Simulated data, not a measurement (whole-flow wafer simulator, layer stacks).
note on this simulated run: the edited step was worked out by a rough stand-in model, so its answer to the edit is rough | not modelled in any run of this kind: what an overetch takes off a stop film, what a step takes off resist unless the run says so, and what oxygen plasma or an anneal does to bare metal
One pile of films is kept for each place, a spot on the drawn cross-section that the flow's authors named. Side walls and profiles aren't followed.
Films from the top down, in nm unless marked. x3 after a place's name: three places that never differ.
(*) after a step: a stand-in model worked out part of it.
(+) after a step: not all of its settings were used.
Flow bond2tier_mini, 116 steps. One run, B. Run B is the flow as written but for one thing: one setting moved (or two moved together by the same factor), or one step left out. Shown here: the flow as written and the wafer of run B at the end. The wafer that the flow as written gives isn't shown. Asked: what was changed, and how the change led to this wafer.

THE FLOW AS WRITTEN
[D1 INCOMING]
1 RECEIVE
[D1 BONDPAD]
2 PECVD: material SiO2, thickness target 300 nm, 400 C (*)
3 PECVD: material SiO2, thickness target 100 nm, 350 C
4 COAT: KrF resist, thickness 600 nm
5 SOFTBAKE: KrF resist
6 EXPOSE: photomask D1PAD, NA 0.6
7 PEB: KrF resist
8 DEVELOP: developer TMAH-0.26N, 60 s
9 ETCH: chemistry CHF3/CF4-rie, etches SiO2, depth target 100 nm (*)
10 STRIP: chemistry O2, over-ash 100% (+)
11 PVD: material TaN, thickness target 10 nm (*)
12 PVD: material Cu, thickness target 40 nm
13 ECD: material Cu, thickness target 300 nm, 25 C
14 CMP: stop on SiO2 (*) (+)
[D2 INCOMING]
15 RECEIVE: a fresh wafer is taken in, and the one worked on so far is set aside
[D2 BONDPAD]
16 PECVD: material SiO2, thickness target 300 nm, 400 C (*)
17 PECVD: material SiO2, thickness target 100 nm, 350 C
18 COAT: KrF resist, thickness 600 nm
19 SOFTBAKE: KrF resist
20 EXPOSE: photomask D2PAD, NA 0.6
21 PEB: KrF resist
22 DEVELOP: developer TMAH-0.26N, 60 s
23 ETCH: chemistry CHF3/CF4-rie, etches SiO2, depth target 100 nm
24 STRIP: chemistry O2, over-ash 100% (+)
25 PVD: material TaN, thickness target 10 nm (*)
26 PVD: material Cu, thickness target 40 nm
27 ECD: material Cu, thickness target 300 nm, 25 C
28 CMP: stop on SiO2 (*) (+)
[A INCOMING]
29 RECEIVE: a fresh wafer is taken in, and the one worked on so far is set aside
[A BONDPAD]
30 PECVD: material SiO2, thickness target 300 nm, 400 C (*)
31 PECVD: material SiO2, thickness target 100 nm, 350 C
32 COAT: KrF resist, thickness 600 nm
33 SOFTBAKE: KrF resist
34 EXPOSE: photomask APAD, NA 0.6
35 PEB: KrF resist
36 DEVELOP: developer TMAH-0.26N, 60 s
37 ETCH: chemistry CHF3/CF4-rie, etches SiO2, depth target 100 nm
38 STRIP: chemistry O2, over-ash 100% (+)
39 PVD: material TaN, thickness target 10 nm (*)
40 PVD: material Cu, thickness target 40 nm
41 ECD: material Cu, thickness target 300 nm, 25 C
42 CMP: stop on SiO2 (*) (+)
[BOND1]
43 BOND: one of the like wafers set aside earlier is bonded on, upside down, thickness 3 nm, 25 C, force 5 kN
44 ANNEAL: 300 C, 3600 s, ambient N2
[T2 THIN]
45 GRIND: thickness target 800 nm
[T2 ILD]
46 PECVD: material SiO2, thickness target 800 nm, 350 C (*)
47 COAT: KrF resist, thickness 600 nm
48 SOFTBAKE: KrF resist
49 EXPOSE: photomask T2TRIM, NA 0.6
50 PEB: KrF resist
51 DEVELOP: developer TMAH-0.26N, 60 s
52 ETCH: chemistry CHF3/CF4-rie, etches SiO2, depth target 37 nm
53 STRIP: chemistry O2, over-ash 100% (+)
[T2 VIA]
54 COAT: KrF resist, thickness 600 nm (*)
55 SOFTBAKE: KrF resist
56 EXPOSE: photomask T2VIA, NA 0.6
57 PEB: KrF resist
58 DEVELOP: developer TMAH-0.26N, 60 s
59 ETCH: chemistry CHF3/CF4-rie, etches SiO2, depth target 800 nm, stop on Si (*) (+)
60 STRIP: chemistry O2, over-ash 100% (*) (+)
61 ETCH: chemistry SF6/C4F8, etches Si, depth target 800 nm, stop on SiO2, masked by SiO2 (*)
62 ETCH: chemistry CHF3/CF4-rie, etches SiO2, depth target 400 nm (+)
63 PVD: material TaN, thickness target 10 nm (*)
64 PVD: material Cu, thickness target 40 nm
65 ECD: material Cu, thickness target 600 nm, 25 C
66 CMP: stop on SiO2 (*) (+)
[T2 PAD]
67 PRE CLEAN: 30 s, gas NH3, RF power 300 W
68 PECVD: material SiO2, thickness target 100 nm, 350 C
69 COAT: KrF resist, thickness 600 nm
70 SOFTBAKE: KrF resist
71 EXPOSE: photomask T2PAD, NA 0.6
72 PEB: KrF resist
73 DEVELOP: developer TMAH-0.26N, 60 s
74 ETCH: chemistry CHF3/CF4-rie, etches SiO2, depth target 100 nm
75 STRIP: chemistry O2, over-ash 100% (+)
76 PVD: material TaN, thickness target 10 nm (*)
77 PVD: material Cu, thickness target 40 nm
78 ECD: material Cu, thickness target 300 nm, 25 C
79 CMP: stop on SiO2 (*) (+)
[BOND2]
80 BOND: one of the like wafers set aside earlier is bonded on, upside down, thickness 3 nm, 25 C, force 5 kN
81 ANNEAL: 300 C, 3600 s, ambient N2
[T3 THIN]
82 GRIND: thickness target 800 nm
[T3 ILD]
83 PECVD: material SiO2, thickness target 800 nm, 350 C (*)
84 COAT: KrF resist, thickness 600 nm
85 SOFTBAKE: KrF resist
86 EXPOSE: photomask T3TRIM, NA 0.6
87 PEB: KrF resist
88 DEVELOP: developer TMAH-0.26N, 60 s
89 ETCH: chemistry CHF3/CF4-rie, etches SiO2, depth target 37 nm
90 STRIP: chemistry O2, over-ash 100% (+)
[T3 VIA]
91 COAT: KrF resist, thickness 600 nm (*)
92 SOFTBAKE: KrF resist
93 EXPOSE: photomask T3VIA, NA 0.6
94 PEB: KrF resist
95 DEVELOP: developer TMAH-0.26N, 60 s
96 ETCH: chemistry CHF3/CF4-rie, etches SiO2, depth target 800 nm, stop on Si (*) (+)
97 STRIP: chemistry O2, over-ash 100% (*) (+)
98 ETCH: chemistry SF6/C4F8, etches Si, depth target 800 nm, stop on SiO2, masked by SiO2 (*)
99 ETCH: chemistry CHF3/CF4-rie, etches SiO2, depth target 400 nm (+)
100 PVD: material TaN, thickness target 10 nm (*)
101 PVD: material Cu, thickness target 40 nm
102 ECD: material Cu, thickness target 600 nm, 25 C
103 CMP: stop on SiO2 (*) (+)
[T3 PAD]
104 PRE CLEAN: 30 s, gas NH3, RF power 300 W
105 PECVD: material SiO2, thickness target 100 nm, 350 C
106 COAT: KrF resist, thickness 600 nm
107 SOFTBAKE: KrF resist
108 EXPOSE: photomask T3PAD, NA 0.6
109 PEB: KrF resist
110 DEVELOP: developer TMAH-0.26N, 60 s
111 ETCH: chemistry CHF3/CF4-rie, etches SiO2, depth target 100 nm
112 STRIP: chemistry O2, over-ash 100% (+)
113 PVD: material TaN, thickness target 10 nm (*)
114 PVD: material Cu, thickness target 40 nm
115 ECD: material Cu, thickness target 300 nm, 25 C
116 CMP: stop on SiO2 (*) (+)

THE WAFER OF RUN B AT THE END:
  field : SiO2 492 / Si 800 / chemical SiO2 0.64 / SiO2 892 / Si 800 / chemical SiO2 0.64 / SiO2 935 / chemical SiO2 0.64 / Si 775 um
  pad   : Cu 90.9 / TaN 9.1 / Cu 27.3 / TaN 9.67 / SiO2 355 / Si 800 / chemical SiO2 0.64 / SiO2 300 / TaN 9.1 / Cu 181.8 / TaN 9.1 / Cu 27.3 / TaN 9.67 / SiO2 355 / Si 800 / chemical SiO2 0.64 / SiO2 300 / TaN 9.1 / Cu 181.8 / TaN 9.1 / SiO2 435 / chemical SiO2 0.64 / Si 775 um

The cause: step 30, PECVD: thickness target 435 nm was run, where the flow has thickness target 300 nm.
It can be read off the wafer: pad has SiO2 435, and step 30 as written asks for 300 nm.

How the change led to this, step by step:
  30 PECVD: material SiO2, thickness target 300 nm, 400 C (*)
      field, pad, via: SiO2 +435 (new film) (as written it would be: SiO2 +300 (new film))
